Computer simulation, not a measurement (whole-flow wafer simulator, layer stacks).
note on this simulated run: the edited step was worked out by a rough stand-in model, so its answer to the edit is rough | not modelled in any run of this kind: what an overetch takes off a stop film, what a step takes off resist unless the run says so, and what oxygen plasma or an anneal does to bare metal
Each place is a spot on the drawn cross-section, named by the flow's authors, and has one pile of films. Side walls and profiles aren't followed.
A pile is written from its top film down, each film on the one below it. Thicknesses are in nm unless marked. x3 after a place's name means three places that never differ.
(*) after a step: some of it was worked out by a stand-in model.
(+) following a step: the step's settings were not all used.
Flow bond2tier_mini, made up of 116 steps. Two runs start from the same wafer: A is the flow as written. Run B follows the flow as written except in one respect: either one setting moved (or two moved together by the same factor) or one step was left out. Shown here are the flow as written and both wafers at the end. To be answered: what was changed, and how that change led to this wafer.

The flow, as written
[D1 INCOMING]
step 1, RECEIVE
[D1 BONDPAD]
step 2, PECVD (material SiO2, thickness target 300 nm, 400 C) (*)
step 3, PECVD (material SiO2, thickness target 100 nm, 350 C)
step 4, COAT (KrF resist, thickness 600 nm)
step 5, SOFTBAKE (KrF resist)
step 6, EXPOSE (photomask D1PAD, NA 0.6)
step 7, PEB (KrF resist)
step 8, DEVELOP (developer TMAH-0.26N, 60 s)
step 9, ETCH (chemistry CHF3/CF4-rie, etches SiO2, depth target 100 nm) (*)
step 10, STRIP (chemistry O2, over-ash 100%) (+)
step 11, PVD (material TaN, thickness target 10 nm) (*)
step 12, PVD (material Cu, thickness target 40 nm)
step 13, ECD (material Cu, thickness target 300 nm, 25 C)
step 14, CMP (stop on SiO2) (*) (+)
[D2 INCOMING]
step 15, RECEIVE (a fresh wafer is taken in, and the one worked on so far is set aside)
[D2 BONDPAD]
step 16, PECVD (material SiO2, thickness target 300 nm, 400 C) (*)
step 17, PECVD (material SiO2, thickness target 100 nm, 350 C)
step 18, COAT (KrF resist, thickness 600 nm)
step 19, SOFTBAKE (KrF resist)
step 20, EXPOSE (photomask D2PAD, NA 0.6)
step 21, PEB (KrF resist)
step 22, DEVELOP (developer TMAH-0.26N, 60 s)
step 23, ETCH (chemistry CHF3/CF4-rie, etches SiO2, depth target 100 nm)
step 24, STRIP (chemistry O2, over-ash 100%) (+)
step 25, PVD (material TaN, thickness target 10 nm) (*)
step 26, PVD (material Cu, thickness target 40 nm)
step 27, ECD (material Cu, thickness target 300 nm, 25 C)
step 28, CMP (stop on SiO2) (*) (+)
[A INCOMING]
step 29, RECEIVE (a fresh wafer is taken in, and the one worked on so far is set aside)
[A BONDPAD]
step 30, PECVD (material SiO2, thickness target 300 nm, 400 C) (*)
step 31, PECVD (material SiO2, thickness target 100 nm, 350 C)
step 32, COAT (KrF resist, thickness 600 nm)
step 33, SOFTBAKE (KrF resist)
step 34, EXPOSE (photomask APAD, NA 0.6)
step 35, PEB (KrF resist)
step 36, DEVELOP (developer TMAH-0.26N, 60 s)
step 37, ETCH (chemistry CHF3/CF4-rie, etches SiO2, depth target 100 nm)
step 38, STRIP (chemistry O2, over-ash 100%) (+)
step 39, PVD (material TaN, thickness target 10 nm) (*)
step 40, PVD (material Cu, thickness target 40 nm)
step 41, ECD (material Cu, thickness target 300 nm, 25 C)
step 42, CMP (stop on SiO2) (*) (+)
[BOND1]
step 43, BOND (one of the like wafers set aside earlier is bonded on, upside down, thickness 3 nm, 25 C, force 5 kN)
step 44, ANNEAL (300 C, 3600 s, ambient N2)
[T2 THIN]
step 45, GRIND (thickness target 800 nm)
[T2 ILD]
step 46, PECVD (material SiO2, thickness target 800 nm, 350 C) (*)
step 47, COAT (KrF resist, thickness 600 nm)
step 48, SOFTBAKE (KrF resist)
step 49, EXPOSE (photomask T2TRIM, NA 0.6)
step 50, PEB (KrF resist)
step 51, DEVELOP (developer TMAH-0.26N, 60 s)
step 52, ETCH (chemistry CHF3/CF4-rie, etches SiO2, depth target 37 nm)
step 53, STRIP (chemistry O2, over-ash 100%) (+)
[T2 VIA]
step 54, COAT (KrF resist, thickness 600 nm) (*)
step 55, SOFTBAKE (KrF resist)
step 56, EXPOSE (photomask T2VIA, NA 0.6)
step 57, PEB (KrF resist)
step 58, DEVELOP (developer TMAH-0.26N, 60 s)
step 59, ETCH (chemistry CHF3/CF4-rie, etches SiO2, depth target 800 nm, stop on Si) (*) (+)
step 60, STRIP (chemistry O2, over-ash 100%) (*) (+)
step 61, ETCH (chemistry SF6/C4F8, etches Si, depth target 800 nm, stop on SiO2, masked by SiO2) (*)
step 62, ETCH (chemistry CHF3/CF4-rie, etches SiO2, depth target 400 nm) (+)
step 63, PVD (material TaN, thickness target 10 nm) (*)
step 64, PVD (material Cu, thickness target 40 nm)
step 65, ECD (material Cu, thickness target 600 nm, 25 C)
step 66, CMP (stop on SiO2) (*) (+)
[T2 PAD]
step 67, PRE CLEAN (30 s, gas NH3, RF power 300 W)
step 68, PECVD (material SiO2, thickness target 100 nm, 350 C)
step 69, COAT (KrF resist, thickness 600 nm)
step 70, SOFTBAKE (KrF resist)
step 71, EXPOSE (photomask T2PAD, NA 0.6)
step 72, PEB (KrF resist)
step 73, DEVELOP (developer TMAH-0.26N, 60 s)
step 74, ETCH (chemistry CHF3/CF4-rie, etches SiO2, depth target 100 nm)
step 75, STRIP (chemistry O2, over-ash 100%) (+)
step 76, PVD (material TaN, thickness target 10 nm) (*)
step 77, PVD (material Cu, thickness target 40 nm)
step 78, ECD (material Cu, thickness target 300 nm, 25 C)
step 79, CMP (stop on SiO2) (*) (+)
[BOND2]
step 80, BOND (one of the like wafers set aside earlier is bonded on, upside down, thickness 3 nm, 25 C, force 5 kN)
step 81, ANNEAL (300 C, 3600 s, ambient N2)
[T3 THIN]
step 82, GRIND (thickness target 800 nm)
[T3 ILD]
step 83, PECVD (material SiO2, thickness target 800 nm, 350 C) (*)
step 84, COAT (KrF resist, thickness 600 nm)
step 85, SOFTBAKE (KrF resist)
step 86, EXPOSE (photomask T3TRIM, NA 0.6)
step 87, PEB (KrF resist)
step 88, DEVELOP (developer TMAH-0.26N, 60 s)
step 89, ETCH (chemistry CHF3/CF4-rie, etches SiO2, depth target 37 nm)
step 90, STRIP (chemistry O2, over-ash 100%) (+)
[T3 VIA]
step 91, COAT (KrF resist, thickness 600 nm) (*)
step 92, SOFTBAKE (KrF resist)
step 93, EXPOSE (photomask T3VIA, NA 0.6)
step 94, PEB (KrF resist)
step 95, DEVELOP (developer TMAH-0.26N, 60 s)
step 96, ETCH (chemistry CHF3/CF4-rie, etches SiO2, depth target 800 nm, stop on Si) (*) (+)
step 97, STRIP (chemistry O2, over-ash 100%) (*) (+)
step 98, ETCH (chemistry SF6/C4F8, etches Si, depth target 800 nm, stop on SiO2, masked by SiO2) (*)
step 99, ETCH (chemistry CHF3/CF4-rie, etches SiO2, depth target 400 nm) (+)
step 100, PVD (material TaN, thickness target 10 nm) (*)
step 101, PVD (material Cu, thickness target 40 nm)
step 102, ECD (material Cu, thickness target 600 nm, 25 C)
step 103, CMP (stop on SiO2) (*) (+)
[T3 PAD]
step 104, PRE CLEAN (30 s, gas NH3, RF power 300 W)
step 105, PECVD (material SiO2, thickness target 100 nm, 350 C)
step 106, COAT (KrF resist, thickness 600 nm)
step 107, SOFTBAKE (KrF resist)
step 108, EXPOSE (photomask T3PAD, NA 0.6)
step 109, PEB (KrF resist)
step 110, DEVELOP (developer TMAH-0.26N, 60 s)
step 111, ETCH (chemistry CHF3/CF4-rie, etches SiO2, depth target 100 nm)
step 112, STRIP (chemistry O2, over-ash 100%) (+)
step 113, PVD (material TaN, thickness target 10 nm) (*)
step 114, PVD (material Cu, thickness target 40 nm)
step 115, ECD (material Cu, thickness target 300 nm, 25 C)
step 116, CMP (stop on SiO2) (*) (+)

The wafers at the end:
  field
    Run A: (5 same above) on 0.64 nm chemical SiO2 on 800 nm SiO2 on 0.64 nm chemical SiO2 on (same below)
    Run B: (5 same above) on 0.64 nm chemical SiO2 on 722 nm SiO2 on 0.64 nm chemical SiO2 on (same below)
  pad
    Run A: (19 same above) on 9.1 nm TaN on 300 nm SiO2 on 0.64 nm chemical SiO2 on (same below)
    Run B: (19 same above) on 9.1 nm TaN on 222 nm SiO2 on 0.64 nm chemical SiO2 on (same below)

The reason: step 30, PECVD: thickness target 222 nm was run, while the flow as written has thickness target 300 nm.
One can read it off the wafer: pad has SiO2 222, and step 30 as written asks for 300 nm.

How this came from the change, step by step:
  step 30, PECVD (material SiO2, thickness target 300 nm, 400 C) (*)
      field, pad, via: A +300 SiO2 (new film) | B +222 SiO2 (new film)
